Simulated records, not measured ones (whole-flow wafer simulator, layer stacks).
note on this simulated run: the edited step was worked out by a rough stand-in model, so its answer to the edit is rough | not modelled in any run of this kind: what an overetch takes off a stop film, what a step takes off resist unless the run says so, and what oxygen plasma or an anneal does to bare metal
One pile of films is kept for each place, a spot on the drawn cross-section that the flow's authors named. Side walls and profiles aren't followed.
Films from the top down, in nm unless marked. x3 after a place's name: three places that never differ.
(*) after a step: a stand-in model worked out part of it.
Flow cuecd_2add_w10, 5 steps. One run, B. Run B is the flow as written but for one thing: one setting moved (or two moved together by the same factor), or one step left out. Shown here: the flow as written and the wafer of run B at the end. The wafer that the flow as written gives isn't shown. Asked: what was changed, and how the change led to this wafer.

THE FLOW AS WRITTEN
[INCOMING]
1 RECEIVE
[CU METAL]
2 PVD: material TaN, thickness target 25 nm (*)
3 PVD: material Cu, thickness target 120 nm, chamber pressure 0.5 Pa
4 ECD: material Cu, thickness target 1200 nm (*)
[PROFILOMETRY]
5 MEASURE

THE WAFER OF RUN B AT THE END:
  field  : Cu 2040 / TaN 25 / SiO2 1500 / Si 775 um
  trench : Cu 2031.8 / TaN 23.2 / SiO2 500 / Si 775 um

The cause: step 4, ECD: thickness target 1920 nm was run, where the flow has thickness target 1200 nm.

How the change led to this, step by step:
  4 ECD: material Cu, thickness target 1200 nm (*)
      field, trench: Cu +1920 (as written it would be: Cu +1200)
